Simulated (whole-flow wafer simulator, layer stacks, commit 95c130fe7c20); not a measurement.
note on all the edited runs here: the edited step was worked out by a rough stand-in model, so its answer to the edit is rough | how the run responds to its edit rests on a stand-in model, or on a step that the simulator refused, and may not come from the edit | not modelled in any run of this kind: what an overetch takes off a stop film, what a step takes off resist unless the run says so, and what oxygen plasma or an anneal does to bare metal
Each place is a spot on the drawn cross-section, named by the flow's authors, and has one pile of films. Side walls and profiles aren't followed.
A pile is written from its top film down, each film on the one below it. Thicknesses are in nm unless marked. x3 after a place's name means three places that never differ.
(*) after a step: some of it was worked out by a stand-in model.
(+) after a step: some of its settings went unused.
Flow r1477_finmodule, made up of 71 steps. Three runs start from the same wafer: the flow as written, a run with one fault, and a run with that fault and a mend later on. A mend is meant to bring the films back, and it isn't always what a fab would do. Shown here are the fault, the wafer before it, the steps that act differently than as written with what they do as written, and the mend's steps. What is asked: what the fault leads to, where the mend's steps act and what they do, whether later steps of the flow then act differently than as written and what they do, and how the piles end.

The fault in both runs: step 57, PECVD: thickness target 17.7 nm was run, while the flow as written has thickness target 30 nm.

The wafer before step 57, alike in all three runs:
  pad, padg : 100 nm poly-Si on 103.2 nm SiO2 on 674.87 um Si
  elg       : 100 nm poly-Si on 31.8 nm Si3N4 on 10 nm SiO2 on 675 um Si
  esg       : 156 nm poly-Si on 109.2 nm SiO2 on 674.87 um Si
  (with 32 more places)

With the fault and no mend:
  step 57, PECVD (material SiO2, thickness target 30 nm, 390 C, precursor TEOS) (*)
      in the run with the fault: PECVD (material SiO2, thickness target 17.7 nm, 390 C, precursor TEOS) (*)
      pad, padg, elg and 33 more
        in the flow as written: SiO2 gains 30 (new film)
        in the run with the fault: SiO2 gains 17.7 (new film)
  Steps further on in the flow that do not act as written (3 more steps, not shown, differ only slightly: by at most 2% or 0.5 nm, whichever is larger):
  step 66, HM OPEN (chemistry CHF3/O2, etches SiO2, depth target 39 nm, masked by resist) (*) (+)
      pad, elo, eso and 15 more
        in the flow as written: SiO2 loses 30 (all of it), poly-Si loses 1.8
        in the run with the fault: SiO2 loses 17.7 (all of it), poly-Si loses 1.77
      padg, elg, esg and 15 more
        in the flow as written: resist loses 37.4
        in the run with the fault: resist loses 25.4
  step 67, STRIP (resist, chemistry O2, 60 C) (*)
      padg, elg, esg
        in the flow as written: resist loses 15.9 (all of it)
        in the run with the fault: resist loses 27.8 (all of it)
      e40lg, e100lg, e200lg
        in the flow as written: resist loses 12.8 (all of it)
        in the run with the fault: resist loses 24.7 (all of it)
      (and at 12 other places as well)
  By the end, the piles at padg, elg, esg and 15 more depart from the flow's by more than 2% or 0.5 nm, whichever is larger.
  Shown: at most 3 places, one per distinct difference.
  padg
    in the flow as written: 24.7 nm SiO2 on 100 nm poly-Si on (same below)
    in the run with the fault: 12.4 nm SiO2 on 100 nm poly-Si on (same below)
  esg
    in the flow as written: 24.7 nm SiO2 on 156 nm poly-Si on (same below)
    in the run with the fault: 12.4 nm SiO2 on 156 nm poly-Si on (same below)
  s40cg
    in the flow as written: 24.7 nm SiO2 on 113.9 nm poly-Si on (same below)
    in the run with the fault: 12.4 nm SiO2 on 113.9 nm poly-Si on (same below)

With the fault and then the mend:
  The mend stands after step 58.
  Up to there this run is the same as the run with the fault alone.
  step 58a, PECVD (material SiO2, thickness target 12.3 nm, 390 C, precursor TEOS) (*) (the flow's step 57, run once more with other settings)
      pad, padg, elg and 33 more
        SiO2 gains 12.3
  Every later step of the flow that is run acts as written at every place that is followed.
  By the end, the piles equal the flow's at every place that both follow.
